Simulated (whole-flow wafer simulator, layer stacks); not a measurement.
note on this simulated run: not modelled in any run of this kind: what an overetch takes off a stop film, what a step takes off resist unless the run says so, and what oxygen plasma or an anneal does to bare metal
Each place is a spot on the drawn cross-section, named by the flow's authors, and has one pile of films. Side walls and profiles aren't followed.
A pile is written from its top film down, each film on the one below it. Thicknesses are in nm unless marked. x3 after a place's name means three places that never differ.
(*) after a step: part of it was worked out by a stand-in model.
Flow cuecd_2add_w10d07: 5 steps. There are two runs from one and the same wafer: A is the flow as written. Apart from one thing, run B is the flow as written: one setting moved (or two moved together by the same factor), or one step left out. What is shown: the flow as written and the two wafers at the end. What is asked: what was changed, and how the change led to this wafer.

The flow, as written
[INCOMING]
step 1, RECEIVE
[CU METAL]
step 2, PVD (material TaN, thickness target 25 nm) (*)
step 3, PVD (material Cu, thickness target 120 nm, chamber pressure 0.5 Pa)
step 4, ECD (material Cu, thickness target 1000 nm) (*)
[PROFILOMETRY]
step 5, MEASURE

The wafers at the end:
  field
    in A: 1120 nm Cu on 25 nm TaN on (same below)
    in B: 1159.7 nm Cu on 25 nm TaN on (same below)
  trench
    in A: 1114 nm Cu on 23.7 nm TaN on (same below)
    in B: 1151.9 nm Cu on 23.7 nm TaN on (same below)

Cause: step 3, PVD: thickness target 159.7 nm was run, while the flow as written has thickness target 120 nm.

Step by step, how the change led to this:
  step 3, PVD (material Cu, thickness target 120 nm, chamber pressure 0.5 Pa)
      field: A Cu gains 120 (new film) | B Cu gains 159.7 (new film)
      trench: A Cu gains 114 (new film) | B Cu gains 151.9 (new film)
